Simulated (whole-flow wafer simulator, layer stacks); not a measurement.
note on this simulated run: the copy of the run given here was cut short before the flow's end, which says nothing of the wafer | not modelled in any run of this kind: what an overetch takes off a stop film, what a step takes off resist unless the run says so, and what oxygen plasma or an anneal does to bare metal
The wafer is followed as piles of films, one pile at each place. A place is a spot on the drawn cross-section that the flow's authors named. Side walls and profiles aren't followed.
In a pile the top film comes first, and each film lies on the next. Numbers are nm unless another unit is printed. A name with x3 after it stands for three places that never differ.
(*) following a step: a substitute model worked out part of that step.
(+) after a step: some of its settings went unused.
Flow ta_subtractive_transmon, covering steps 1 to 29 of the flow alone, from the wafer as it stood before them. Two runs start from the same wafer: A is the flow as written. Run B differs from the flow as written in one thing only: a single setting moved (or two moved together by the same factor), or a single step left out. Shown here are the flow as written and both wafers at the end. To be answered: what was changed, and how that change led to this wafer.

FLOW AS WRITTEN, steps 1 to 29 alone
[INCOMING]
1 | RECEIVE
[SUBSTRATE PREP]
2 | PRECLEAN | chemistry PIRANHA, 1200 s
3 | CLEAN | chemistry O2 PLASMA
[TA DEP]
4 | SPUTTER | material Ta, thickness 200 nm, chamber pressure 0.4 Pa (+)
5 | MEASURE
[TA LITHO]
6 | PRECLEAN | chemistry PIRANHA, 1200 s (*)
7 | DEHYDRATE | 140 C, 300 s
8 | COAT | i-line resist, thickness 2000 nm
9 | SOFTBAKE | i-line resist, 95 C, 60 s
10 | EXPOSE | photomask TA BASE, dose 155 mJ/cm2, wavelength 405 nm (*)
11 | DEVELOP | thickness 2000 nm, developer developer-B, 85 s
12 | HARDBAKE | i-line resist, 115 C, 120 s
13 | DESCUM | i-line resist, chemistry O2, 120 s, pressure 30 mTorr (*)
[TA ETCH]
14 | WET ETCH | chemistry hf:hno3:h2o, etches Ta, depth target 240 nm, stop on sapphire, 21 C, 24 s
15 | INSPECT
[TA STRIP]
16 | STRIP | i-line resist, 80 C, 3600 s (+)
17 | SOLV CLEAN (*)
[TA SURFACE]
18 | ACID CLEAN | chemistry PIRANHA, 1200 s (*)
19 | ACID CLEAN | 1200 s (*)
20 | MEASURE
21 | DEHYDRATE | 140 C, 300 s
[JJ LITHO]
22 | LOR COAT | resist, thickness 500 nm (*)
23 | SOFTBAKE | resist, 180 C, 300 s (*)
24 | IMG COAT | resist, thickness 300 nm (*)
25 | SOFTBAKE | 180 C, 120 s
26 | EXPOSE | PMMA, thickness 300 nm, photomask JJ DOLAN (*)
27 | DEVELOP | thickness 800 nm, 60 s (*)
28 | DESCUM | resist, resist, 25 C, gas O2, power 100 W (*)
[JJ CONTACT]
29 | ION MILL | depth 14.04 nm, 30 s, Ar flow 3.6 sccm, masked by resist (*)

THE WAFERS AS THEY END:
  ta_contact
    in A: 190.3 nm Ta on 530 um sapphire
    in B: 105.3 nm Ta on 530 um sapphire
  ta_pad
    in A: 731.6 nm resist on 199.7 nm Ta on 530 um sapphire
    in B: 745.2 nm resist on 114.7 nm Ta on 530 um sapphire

The reason: step 4, SPUTTER: thickness 115 nm was run, though the flow has thickness 200 nm.

Step by step, how the change led to this:
  4 | SPUTTER | material Ta, thickness 200 nm, chamber pressure 0.4 Pa (+)
      field x2, jj_line, lead, ta_contact, ta_pad: A Ta gains 200 (new film) | B Ta gains 115 (new film)
  14 | WET ETCH | chemistry hf:hno3:h2o, etches Ta, depth target 240 nm, stop on sapphire, 21 C, 24 s
      field x2, jj_line, lead: A Ta loses 200 (all of it) | B Ta loses 115 (all of it)
  22 | LOR COAT | resist, thickness 500 nm (*)
      lead: A resist gains 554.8 (new film) | B resist gains 532.5 (new film)
      ta_contact: A resist gains 443.8 (new film) | B resist gains 466.4 (new film)
  24 | IMG COAT | resist, thickness 300 nm (*)
      ta_pad: A resist gains 281.3 | B resist gains 289.1
  27 | DEVELOP | thickness 800 nm, 60 s (*)
      lead: A resist loses 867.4 (all of it) | B resist loses 839.7 (all of it)
      ta_contact: A resist loses 731.2 (all of it) | B resist loses 759.4 (all of it)
